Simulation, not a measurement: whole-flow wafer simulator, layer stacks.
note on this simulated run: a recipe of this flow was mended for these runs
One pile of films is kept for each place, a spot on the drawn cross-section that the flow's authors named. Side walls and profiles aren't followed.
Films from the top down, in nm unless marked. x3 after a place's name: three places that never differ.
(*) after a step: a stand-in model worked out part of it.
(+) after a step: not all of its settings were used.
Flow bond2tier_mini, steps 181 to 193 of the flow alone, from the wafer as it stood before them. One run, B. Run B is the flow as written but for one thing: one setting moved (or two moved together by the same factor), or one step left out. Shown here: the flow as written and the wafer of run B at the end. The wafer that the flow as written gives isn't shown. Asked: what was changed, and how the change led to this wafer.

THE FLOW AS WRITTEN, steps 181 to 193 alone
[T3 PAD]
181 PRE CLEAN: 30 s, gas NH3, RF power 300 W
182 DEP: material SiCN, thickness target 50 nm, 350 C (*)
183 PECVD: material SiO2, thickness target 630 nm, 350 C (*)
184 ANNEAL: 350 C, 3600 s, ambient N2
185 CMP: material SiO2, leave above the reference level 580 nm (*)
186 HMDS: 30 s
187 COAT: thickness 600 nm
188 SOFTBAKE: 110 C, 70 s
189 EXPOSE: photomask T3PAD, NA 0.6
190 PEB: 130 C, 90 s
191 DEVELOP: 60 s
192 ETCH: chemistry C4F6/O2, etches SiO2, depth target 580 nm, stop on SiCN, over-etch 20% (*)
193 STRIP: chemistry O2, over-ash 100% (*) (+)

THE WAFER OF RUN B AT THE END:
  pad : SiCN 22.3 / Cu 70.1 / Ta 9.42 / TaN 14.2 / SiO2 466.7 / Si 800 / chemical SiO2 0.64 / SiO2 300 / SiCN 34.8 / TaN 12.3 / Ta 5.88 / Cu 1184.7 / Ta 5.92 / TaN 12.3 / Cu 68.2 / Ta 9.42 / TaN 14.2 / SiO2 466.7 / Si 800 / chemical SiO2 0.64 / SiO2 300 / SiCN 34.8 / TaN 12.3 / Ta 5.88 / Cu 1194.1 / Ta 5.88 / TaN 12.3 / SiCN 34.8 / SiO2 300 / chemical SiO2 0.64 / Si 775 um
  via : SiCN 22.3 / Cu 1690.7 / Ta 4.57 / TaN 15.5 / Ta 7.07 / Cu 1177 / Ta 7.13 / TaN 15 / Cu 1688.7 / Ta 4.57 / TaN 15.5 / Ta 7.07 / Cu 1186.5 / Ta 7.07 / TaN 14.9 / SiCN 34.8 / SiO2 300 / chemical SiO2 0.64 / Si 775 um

The cause: step 192, ETCH: over-etch 28.3% was run, where the flow has over-etch 20%.

How the change led to this, step by step:
  192 ETCH: chemistry C4F6/O2, etches SiO2, depth target 580 nm, stop on SiCN, over-etch 20% (*)
      pad, via: SiO2 -580 (all of it), SiCN -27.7 (as written it would be: SiO2 -580 (all of it), SiCN -19.6)
      field: thick-KrF-resist -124 (as written it would be: thick-KrF-resist -116)
